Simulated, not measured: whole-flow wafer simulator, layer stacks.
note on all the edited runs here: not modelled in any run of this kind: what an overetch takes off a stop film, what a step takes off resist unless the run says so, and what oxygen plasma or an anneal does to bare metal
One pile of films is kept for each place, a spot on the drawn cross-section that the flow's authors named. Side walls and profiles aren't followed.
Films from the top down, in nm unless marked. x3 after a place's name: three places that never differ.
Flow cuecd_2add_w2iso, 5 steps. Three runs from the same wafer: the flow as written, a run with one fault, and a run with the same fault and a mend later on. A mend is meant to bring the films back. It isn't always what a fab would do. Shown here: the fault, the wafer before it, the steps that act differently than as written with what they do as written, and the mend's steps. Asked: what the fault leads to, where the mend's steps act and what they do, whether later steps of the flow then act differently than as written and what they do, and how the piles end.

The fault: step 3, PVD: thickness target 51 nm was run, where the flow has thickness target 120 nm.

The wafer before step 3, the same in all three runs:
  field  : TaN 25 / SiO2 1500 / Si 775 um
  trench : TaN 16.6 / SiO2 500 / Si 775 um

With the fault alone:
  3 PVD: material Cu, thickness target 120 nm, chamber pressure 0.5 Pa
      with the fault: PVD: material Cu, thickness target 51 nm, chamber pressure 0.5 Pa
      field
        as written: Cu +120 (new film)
        with the fault: Cu +51 (new film)
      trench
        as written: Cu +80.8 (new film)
        with the fault: Cu +34.5 (new film)
  No later step of the flow acts differently than as written, at any place that is followed, by more than 2% or 0.5 nm, whichever is larger.
  At the end the piles differ from the flow's by more than 2% or 0.5 nm, whichever is larger, at field, trench.
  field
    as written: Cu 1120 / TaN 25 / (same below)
    with the fault: Cu 1051 / TaN 25 / (same below)
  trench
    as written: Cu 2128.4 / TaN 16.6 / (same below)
    with the fault: Cu 2059.4 / TaN 16.6 / (same below)

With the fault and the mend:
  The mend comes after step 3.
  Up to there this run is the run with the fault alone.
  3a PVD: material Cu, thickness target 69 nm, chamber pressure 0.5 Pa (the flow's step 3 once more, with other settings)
      field
        Cu +69
      trench
        Cu +45.9
  No later step of the flow acts differently than as written, at any place that is followed, by more than 2% or 0.5 nm, whichever is larger.
  At the end the piles are the same as the flow's at every place that both follow.
